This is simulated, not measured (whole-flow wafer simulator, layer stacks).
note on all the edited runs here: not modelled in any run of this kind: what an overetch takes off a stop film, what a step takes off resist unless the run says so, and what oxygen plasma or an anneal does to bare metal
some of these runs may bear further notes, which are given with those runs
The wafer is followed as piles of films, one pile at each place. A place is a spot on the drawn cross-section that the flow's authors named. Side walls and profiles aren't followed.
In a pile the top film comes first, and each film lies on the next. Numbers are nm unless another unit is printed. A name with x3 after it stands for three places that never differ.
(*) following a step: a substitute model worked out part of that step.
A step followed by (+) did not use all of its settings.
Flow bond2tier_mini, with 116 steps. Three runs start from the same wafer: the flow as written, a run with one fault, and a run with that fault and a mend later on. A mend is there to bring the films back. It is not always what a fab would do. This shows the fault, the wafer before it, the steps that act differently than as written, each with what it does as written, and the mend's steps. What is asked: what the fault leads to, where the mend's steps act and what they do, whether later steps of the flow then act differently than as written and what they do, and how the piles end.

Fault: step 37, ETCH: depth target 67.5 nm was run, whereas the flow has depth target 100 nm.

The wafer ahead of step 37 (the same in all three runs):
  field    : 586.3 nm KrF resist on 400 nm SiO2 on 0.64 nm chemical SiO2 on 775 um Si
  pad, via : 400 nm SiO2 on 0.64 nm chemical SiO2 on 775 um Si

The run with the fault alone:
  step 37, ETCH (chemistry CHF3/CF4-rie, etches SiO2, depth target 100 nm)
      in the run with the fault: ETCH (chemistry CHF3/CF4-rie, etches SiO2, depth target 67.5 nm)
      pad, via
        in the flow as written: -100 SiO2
        in the run with the fault: -67.5 SiO2
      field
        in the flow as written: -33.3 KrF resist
        in the run with the fault: -22.5 KrF resist
  Later steps of the flow acting differently than as written (2 more steps, not shown, differ only slightly: by at most 2% or 0.5 nm, whichever is larger):
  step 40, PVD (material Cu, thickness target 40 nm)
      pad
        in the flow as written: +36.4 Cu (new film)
        in the run with the fault: +37.6 Cu (new film)
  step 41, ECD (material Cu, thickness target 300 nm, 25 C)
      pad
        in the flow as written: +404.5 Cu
        in the run with the fault: +370.6 Cu
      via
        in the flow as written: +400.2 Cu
        in the run with the fault: +367.6 Cu
  The piles end different from the flow's at pad by more than 2% or 0.5 nm, whichever is larger.
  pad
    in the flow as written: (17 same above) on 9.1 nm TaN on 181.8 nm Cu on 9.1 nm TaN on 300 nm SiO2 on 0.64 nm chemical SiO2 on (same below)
    in the run with the fault: (17 same above) on 9.1 nm TaN on 149 nm Cu on 9.39 nm TaN on 332.5 nm SiO2 on 0.64 nm chemical SiO2 on (same below)

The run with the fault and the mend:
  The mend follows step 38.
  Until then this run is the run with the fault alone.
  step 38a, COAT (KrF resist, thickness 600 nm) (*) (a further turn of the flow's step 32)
      field
        +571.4 KrF resist (new film)
      pad
        +629.8 KrF resist (new film)
      via
        +626.2 KrF resist (new film)
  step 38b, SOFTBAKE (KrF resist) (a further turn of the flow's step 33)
      alters no film at any place that is followed
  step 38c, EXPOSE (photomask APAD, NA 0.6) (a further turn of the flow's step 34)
      alters no film at any place that is followed
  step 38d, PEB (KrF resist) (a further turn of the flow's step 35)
      alters no film at any place that is followed
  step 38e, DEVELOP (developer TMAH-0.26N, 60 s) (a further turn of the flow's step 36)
      field
        -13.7 KrF resist
      pad
        -629.8 KrF resist (all of it)
      via
        -626.2 KrF resist (all of it)
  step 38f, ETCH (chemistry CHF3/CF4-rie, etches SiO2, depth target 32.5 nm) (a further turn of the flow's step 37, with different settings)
      pad, via
        -32.5 SiO2
      field
        -10.8 KrF resist
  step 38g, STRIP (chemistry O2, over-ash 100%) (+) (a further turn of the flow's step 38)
      field
        -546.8 KrF resist (all of it)
  None of the later steps of the flow acts differently than as written at any place that is followed.
  The piles end the same as the flow's at every place that both follow.
